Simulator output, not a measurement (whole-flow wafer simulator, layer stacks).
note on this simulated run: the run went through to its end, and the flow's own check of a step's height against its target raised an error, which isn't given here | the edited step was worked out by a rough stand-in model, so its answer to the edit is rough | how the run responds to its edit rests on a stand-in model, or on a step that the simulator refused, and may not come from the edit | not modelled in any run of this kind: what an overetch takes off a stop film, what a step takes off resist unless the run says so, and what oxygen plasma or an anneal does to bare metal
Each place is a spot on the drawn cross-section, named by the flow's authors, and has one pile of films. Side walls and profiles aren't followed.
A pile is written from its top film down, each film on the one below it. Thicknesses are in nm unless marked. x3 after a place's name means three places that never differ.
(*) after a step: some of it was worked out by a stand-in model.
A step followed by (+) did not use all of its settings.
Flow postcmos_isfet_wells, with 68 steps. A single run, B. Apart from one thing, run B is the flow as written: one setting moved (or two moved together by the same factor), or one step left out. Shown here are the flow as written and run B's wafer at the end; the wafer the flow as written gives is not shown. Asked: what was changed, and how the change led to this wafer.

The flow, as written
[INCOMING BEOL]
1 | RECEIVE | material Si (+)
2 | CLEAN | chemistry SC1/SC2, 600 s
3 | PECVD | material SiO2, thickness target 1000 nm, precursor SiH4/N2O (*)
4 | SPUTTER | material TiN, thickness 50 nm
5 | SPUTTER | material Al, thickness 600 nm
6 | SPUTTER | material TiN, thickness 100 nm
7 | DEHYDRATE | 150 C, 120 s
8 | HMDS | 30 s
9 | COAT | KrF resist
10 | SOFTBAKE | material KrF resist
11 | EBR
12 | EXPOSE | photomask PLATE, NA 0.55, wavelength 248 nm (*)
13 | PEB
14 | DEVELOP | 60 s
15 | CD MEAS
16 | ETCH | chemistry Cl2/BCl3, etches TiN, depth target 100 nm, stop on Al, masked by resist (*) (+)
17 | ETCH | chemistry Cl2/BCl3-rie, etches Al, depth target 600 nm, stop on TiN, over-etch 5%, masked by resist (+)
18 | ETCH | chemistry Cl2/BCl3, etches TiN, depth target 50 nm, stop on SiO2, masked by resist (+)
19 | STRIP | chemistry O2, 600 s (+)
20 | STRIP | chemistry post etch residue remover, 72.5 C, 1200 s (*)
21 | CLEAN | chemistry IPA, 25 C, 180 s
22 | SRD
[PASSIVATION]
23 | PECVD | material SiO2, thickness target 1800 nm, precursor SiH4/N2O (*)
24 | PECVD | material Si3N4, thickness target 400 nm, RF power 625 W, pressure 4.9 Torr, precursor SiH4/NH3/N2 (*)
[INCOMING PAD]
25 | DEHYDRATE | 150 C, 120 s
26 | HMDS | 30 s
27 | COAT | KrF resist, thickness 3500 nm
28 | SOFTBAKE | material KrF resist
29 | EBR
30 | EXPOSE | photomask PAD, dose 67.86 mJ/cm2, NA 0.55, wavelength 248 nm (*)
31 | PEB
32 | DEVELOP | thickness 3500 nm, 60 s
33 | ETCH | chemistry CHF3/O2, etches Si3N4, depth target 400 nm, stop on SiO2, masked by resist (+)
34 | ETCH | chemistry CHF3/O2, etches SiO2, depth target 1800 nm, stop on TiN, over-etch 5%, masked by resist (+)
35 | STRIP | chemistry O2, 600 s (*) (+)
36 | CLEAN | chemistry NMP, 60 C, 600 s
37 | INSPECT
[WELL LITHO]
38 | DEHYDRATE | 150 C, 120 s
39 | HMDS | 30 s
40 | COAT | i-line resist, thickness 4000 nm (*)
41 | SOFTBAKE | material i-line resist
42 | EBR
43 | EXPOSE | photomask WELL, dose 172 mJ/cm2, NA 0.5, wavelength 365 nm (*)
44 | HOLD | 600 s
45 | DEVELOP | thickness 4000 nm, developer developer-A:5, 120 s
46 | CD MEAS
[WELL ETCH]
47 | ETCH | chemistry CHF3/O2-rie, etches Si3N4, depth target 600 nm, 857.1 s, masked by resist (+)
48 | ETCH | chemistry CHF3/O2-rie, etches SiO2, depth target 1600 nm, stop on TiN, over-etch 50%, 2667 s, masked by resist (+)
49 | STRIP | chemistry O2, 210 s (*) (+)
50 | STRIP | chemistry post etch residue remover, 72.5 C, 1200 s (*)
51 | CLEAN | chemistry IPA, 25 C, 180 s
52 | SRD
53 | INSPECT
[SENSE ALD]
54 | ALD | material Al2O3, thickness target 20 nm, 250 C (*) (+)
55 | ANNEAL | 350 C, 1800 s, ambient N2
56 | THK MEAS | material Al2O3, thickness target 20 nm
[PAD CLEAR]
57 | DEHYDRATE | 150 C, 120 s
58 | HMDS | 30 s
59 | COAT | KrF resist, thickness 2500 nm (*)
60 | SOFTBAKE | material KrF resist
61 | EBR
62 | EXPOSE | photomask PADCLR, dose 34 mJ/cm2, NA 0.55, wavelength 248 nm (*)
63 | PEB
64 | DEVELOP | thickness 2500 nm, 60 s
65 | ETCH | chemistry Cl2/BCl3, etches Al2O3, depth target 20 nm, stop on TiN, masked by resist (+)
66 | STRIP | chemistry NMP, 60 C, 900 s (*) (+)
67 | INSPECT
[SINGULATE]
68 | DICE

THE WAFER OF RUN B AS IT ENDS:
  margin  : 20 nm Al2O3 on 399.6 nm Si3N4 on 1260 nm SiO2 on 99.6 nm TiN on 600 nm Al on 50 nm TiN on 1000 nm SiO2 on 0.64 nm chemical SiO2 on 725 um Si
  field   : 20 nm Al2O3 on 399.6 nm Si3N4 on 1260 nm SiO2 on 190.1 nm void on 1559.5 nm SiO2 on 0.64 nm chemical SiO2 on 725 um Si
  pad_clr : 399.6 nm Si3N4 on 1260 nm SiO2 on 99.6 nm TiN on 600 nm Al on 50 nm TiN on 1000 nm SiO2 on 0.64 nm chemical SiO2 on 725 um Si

Cause: step 23, PECVD: thickness target 1260 nm was run, whereas the flow has thickness target 1800 nm.
The wafer lets one read it off: margin has SiO2 1260, and step 23 as written asks for 1800 nm.

How this came from the change, step by step:
  23 | PECVD | material SiO2, thickness target 1800 nm, precursor SiH4/N2O (*)
      margin, well900, well1300 x3, pad_rim, pad_clr, pad_open: SiO2 gains 1260 (new film) (as written it would have been: SiO2 gains 1800 (new film))
      field: SiO2 gains 1260 (new film), void gains 190.1 (new film), SiO2 gains 559.5 (as written it would have been: SiO2 gains 1800 (new film), void gains 189.9 (new film), SiO2 gains 559.7)
  34 | ETCH | chemistry CHF3/O2, etches SiO2, depth target 1800 nm, stop on TiN, over-etch 5%, masked by resist (+)
      field, margin, well900, well1300 x3, pad_rim, pad_clr: KrF resist loses 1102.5 (as written it would have been: KrF resist loses 1500)
      pad_open: SiO2 loses 1260 (all of it) (as written it would have been: SiO2 loses 1800 (all of it))
  35 | STRIP | chemistry O2, 600 s (*) (+)
      field, margin, well900, well1300 x3, pad_rim, pad_clr: KrF resist loses 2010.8 (all of it) (as written it would have been: KrF resist loses 1613.3 (all of it))
  40 | COAT | i-line resist, thickness 4000 nm (*)
      pad_clr: i-line resist gains 3427.9 (new film) (as written it would have been: i-line resist gains 3256.8 (new film))
      pad_open: i-line resist gains 4610.1 (new film) (as written it would have been: i-line resist gains 4804.7 (new film))
  41 | SOFTBAKE | material i-line resist
      pad_clr: i-line resist loses 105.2 (as written it would have been: i-line resist loses 156.7)
      pad_open: i-line resist gains 90.3 (as written it would have been: i-line resist gains 115.3)
  48 | ETCH | chemistry CHF3/O2-rie, etches SiO2, depth target 1600 nm, stop on TiN, over-etch 50%, 2667 s, masked by resist (+)
      well900, well1300 x3: SiO2 loses 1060 (all of it) (as written it would have been: SiO2 loses 1600 (all of it))
  49 | STRIP | chemistry O2, 210 s (*) (+)
      pad_clr: i-line resist loses 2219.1 (all of it) (as written it would have been: i-line resist loses 1996.5 (all of it))
      pad_open: i-line resist loses 3596.7 (all of it) (as written it would have been: i-line resist loses 3816.3 (all of it))
  59 | COAT | KrF resist, thickness 2500 nm (*)
      field: KrF resist gains 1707 (new film) (as written it would have been: KrF resist gains 1449 (new film))
      margin: KrF resist gains 1706.9 (new film) (as written it would have been: KrF resist gains 1448.9 (new film))
      (also at 3 further places)
  63 | PEB
      field, margin: KrF resist loses 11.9 (as written it would have been: KrF resist loses 10.1)
      pad_rim: KrF resist loses 14.8 (as written it would have been: KrF resist loses 13.9)
      (also at 2 further places)
  64 | DEVELOP | thickness 2500 nm, 60 s
      pad_clr: KrF resist loses 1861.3 (all of it) (as written it would have been: KrF resist loses 1676 (all of it))
      pad_open: KrF resist loses 2906.7 (all of it) (as written it would have been: KrF resist loses 3045.1 (all of it))
  66 | STRIP | chemistry NMP, 60 C, 900 s (*) (+)
      field, margin: KrF resist loses 1656.2 (all of it) (as written it would have been: KrF resist loses 1400.1 (all of it))
      pad_rim: KrF resist loses 2048.8 (all of it) (as written it would have been: KrF resist loses 1923.7 (all of it))
